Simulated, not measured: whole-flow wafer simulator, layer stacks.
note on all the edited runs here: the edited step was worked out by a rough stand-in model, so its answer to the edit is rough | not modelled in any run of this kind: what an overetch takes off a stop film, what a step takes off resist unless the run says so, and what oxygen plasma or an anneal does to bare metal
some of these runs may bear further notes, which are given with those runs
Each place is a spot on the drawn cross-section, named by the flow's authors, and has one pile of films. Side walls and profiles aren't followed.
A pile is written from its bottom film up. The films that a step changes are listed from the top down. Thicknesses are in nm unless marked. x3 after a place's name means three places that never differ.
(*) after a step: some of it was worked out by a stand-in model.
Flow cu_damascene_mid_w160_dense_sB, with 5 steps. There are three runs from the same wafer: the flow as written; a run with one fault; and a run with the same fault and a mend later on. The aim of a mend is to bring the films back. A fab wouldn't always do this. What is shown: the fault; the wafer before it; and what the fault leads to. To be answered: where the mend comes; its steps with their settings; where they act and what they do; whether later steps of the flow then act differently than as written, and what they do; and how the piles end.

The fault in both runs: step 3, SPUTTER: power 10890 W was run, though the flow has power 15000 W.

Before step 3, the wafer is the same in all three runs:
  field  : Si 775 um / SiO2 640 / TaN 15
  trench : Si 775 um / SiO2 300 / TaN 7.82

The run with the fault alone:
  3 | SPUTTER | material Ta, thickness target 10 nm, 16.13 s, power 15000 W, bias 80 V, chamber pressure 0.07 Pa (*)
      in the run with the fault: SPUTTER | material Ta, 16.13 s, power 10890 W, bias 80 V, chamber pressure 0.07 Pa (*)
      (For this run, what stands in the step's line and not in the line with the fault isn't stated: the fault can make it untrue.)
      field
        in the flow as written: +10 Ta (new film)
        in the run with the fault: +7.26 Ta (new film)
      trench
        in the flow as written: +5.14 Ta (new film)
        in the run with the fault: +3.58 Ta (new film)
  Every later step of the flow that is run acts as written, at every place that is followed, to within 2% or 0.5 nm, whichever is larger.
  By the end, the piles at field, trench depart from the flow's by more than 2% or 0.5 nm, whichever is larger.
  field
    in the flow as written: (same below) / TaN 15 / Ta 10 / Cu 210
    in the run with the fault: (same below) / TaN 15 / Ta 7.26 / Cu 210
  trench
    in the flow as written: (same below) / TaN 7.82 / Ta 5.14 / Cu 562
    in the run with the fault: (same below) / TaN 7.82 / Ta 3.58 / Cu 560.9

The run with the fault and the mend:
  The mend stands after step 3.
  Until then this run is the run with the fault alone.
  3a | SPUTTER | material Ta, thickness target 2.8 nm, 4.518 s, power 15000 W, bias 80 V, chamber pressure 0.07 Pa (*) (the flow's step 3, run once more with other settings)
      field
        +2.8 Ta
      trench
        +1.41 Ta
  Every later step of the flow that is run acts as written, at every place that is followed, to within 2% or 0.5 nm, whichever is larger.
  The piles end only slightly different from the flow's at the places that both follow, by no more than 2% or 0.5 nm, whichever is larger.
